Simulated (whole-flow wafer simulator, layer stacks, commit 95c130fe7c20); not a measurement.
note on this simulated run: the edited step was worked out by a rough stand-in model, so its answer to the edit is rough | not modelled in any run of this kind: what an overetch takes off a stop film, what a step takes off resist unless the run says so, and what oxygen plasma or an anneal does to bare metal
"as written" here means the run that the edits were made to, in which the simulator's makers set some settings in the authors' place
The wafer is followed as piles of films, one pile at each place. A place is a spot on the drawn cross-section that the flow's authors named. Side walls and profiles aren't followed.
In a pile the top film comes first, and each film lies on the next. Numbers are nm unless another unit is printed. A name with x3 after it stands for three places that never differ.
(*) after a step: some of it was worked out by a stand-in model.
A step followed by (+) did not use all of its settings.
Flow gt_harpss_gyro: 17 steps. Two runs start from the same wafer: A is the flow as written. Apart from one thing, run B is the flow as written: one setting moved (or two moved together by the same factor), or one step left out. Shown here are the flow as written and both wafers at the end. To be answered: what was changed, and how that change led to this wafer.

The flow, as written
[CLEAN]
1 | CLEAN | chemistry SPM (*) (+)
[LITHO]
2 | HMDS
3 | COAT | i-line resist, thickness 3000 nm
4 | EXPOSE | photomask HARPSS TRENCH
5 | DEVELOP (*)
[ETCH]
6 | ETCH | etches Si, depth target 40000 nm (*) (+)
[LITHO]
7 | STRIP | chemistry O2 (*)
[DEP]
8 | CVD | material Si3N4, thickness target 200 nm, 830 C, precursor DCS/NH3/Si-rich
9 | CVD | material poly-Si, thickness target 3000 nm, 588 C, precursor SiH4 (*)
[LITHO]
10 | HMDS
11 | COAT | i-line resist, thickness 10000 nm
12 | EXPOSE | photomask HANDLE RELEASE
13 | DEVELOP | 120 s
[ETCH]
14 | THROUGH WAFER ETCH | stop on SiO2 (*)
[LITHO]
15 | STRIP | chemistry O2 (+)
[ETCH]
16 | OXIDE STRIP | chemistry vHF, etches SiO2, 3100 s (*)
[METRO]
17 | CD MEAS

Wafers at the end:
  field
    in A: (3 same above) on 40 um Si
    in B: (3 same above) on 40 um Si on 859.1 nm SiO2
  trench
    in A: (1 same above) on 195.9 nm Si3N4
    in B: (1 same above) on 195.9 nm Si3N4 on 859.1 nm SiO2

What caused this: step 16, OXIDE STRIP: 1472 s was run, while the flow as written has 3100 s.

Step by step, how the change led to this:
  16 | OXIDE STRIP | chemistry vHF, etches SiO2, 3100 s (*)
      field: A under 4 films: -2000 SiO2 (all of it) | B under 4 films: -1140.9 SiO2
      trench: A under 2 films: -2000 SiO2 (all of it) | B under 2 films: -1140.9 SiO2
